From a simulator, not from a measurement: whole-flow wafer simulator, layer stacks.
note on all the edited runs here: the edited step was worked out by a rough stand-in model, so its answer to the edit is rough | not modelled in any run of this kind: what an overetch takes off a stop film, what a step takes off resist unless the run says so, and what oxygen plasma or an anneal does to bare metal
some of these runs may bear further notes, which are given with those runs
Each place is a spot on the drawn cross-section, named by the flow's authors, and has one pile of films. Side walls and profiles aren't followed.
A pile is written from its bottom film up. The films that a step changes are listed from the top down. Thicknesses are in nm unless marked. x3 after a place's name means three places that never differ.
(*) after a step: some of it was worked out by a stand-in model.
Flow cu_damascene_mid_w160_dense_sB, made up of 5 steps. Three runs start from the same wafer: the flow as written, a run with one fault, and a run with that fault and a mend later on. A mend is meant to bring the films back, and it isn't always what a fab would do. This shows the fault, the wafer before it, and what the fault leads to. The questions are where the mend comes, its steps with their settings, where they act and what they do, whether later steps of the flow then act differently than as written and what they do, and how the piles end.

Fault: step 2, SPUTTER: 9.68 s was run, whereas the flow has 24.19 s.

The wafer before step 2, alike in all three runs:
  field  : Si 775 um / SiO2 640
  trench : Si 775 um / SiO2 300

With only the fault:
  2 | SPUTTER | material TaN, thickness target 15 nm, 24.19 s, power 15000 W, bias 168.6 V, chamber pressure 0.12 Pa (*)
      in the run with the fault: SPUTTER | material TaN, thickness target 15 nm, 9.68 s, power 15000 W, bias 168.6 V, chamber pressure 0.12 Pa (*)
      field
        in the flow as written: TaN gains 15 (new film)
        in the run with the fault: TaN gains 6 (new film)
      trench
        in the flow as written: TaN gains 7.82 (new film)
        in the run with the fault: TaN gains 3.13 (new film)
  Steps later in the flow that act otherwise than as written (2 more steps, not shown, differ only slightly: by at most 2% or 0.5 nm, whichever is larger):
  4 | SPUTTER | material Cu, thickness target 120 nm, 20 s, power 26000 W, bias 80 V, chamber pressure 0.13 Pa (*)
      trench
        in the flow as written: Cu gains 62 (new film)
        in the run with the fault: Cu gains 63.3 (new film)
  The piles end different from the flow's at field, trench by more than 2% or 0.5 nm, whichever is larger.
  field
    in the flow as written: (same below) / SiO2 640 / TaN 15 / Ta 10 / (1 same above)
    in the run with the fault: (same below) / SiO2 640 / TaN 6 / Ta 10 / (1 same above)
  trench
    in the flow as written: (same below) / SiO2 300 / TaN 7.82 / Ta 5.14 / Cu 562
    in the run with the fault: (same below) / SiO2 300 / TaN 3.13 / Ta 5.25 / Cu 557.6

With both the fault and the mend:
  The mend follows step 2.
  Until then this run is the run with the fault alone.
  2a | SPUTTER | material TaN, thickness target 15 nm, 14.51 s, power 15000 W, bias 168.6 V, chamber pressure 0.12 Pa (*) (a further turn of the flow's step 2, with different settings)
      field
        TaN gains 9
      trench
        TaN gains 4.62
  Every later step of the flow that is run acts as written, at every place that is followed, to within 2% or 0.5 nm, whichever is larger.
  At the end the piles are close to the flow's at the places that both follow, differing by at most 2% or 0.5 nm, whichever is larger.
